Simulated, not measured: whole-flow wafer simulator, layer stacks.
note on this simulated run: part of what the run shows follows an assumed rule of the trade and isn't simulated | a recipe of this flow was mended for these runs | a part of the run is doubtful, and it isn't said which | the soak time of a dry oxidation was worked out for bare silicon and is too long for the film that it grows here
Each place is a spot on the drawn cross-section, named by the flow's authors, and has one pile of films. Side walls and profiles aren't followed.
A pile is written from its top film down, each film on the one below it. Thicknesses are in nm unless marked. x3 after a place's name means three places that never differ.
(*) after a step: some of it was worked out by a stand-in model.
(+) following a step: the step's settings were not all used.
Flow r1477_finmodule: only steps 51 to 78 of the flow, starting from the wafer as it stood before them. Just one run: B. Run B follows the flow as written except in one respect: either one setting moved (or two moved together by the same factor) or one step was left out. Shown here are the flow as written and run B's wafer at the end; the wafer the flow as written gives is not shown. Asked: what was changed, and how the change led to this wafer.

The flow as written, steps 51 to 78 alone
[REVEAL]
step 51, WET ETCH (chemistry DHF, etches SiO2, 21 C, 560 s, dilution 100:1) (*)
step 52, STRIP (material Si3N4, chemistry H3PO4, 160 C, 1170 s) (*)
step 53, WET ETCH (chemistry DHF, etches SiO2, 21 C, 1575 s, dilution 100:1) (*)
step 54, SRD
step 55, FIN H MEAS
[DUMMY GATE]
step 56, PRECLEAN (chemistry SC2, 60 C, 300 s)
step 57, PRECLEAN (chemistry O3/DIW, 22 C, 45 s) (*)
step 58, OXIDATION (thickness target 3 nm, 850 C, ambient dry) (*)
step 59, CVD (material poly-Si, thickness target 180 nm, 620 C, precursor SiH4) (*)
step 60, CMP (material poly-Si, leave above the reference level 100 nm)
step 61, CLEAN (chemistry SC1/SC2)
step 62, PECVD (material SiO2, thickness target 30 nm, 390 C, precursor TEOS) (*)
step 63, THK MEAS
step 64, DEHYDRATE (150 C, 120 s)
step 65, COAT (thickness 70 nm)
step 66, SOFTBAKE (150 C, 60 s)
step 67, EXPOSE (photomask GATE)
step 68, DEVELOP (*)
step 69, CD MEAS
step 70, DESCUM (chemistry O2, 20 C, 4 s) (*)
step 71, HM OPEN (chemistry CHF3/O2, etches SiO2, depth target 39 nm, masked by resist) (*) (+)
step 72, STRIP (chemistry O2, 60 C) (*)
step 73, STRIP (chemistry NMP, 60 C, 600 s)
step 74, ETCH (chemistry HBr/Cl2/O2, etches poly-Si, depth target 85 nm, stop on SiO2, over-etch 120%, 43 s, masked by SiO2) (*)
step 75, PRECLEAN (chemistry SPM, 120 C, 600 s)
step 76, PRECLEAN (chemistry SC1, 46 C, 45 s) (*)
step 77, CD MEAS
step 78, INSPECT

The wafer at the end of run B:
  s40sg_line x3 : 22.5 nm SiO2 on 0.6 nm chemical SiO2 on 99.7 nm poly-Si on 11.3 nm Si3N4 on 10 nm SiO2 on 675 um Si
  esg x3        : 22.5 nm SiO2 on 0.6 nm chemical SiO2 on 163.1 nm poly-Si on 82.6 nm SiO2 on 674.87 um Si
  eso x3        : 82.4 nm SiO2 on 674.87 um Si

The reason: step 52, STRIP: 450 s was run, though the flow has 1170 s.

Step by step, how the change led to this:
  step 52, STRIP (material Si3N4, chemistry H3PO4, 160 C, 1170 s) (*)
      s40sg_line x3, s40so_line x3: Si3N4 loses 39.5 (it would be, as written: Si3N4 loses 55.1 (all of it), SiO2 loses 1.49)
      pad, padg, esg x3 and 17 more: SiO2 loses 1.64 (it would be, as written: SiO2 loses 4.28)
      (also at 8 further places)
  step 53, WET ETCH (chemistry DHF, etches SiO2, 21 C, 1575 s, dilution 100:1) (*)
      s40sg_line x3, s40so_line x3: Si3N4 loses 4.28 (it would be, as written: SiO2 loses 8.51 (all of it))
      elg x4, elo x4: SiO2 loses 9.82 (all of it) (it would be, as written: SiO2 loses 7.85 (all of it))
  step 57, PRECLEAN (chemistry O3/DIW, 22 C, 45 s) (*)
      s40sg_line x3, s40so_line x3: nothing (it would be, as written: chemical SiO2 gains 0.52, Si loses 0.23)
  step 58, OXIDATION (thickness target 3 nm, 850 C, ambient dry) (*)
      s40sg_line x3, s40so_line x3: nothing (it would be, as written: SiO2 gains 3 (new film), chemical SiO2 loses 0.85 (all of it), Si loses 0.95)
  step 59, CVD (material poly-Si, thickness target 180 nm, 620 C, precursor SiH4) (*)
      s40cg x3, s40sg x3, s40co x3, s40so x3: poly-Si gains 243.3 (new film) (it would be, as written: poly-Si gains 226.3 (new film))
  step 60, CMP (material poly-Si, leave above the reference level 100 nm)
      elg x4, esg x3, elo x4, eso x3: poly-Si loses 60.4 (it would be, as written: poly-Si loses 80)
      pad, padg: poly-Si loses 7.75 (it would be, as written: poly-Si loses 24.8)
      (also at 2 further places)
  step 74, ETCH (chemistry HBr/Cl2/O2, etches poly-Si, depth target 85 nm, stop on SiO2, over-etch 120%, 43 s, masked by SiO2) (*)
      s40so_line x3: chemical SiO2 loses 1.12 (all of it), poly-Si loses 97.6 (all of it), Si3N4 loses 11.3 (all of it) (it would be, as written: chemical SiO2 loses 1.12 (all of it), poly-Si loses 97.6 (all of it), SiO2 loses 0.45)
      eso x3, e200so, s40co x3, s40so x3: chemical SiO2 loses 1.12 (all of it), poly-Si loses 160.9 (all of it), SiO2 loses 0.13 (it would be, as written: chemical SiO2 loses 1.12 (all of it), poly-Si loses 143.9 (all of it), SiO2 loses 0.22)
      (also at 5 further places)
